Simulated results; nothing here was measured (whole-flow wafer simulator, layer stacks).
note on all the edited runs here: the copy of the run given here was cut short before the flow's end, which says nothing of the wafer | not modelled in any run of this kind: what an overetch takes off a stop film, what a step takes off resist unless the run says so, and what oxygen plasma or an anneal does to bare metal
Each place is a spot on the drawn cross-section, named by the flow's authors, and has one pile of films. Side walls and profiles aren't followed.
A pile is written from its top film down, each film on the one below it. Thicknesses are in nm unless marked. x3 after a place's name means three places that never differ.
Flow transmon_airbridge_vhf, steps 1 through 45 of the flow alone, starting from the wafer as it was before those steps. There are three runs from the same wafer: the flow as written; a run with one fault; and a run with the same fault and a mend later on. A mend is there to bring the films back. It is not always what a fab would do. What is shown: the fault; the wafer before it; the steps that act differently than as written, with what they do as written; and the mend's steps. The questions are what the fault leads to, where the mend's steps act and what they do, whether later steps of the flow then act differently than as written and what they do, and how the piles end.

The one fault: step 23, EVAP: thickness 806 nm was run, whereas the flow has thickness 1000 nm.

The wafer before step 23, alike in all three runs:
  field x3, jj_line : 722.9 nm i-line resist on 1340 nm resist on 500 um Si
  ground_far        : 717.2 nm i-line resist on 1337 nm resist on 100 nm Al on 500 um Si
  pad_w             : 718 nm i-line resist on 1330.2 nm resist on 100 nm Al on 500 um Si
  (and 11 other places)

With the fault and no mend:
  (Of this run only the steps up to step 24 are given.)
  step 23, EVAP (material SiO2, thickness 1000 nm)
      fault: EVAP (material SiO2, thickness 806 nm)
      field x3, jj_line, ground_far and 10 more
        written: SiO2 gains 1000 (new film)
        fault: SiO2 gains 806 (new film)
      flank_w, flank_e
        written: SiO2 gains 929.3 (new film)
        fault: SiO2 gains 749 (new film)
  Later steps of the flow acting differently than as written:
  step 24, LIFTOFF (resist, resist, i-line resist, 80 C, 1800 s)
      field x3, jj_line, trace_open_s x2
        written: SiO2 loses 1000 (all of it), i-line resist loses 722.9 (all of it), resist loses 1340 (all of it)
        fault: SiO2 loses 806 (all of it), i-line resist loses 722.9 (all of it), resist loses 1340 (all of it)
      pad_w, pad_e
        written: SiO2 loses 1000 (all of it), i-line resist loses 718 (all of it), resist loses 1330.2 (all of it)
        fault: SiO2 loses 806 (all of it), i-line resist loses 718 (all of it), resist loses 1330.2 (all of it)
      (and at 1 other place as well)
  Once step 24 is done, the piles at flank_w, gap_w, cpw_trace, gap_e, flank_e, margin_s, bridge_strip, margin_n depart from the flow's by more than 2% or 0.5 nm, whichever is larger.
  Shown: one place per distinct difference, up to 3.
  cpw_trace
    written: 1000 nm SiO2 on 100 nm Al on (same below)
    fault: 806 nm SiO2 on 100 nm Al on (same below)
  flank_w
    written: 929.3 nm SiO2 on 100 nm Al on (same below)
    fault: 749 nm SiO2 on 100 nm Al on (same below)
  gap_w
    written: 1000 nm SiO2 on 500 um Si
    fault: 806 nm SiO2 on 500 um Si

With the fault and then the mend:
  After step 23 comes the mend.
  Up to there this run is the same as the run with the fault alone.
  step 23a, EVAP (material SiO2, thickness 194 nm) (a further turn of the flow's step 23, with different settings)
      field x3, jj_line, ground_far and 10 more
        SiO2 gains 194
      flank_w, flank_e
        SiO2 gains 180.4
  Every later step of the flow that is run acts as written, at every place that is followed, to within 2% or 0.5 nm, whichever is larger.
  When the end is reached, the piles differ only a little from the flow's at the places that both follow, at most by 2% or 0.5 nm, whichever is larger.
